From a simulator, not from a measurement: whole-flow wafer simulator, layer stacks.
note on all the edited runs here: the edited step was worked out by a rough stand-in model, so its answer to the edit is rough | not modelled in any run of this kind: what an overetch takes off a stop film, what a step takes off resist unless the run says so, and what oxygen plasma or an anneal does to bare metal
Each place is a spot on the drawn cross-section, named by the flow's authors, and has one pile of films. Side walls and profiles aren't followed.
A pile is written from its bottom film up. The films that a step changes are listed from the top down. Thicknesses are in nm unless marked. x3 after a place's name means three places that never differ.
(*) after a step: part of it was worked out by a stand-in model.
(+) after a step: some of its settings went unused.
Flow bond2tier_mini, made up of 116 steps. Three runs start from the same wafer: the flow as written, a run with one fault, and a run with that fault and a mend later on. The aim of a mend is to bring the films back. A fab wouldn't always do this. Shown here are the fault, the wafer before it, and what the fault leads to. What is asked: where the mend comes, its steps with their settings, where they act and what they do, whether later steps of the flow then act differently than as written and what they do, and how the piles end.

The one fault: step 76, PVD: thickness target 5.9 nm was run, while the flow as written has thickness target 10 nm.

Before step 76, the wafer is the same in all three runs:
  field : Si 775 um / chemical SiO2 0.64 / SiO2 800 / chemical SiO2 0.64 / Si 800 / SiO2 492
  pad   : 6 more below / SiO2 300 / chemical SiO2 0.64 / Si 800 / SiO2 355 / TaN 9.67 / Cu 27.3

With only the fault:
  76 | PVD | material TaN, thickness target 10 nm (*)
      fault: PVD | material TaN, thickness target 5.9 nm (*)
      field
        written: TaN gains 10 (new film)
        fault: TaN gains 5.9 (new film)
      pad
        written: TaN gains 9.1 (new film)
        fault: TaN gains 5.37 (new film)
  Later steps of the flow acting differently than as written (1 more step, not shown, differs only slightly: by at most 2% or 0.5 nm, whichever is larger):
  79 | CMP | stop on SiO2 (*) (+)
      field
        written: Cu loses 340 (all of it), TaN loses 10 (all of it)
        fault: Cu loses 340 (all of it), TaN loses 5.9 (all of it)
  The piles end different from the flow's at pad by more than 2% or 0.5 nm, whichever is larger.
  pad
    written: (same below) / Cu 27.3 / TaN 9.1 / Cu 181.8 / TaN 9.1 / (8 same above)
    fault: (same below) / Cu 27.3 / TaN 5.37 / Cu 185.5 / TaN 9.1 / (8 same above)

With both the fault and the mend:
  The mend follows step 76.
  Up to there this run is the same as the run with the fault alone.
  76a | PVD | material TaN, thickness target 4.1 nm (*) (the flow's step 76, run once more with other settings)
      field
        TaN gains 4.1
      pad
        TaN gains 3.73
  Later steps of the flow that are run all act as written at every place that is followed.
  At every place that both follow, the piles at the end match the flow's.
